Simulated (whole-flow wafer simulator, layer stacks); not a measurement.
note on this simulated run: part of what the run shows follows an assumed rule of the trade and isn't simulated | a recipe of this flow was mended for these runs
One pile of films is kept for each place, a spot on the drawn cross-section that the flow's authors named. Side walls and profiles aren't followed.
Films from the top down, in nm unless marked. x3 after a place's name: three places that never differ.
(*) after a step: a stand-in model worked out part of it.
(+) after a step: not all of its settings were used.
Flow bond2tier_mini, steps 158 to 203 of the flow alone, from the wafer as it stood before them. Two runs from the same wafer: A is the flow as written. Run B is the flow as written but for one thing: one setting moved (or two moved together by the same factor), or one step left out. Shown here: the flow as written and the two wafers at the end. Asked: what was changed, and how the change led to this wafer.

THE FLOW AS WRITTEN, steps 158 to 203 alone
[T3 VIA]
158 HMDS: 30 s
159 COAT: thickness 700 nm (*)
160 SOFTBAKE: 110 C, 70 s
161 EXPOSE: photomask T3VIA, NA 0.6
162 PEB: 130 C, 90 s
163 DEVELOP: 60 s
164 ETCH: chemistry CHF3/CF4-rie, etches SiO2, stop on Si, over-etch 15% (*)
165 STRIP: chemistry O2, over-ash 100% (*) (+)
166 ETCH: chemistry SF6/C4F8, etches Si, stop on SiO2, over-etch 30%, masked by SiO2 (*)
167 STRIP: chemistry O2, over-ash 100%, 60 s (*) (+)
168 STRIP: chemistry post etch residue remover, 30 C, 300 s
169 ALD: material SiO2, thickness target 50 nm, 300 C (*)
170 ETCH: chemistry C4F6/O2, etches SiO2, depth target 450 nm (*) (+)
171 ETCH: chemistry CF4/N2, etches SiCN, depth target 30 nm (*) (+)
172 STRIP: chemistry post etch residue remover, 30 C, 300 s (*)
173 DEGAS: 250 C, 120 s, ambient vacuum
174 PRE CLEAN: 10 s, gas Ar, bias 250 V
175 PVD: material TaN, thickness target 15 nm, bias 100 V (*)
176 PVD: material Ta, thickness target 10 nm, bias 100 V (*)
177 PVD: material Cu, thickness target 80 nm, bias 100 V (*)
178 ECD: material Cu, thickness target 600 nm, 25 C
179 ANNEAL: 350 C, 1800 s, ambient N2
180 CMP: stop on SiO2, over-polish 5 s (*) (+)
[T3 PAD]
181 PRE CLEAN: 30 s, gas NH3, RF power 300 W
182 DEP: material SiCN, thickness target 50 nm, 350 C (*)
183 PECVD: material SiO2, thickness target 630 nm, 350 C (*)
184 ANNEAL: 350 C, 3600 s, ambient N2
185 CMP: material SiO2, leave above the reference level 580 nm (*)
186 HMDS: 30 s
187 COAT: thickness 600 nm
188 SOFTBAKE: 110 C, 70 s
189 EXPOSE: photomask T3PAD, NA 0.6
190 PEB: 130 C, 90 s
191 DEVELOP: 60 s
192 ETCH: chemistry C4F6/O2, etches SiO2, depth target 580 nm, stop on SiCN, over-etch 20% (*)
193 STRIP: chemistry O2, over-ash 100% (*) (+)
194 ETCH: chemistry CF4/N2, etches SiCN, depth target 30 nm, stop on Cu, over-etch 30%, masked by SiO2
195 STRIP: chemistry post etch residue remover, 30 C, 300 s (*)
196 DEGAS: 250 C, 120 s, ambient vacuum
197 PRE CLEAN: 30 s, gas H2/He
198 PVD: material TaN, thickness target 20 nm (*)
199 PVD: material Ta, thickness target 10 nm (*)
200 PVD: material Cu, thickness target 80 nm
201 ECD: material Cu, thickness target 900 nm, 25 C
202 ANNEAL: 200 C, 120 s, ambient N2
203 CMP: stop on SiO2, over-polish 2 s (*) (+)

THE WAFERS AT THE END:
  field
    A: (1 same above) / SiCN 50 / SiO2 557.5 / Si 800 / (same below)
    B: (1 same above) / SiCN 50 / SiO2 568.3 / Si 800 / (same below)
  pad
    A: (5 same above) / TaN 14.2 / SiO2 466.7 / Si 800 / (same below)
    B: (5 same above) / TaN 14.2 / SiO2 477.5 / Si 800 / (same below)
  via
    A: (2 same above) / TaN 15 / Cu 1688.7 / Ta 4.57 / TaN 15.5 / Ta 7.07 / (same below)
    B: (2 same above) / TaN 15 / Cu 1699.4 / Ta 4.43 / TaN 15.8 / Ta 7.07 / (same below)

The cause: step 169, ALD: thickness target 60.8 nm was run, where the flow has thickness target 50 nm.

How the change led to this, step by step:
  169 ALD: material SiO2, thickness target 50 nm, 300 C (*)
      field, pad, via: A SiO2 +50 | B SiO2 +60.8
  170 ETCH: chemistry C4F6/O2, etches SiO2, depth target 450 nm (*) (+)
      via: A SiO2 -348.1 (all of it), SiCN -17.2 | B SiO2 -358.9 (all of it), SiCN -15.4
  171 ETCH: chemistry CF4/N2, etches SiCN, depth target 30 nm (*) (+)
      via: A SiCN -17.6 (all of it), TaN -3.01 | B SiCN -19.5 (all of it), TaN -2.57
  177 PVD: material Cu, thickness target 80 nm, bias 100 V (*)
      via: A Cu +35 (new film) | B Cu +33.8 (new film)
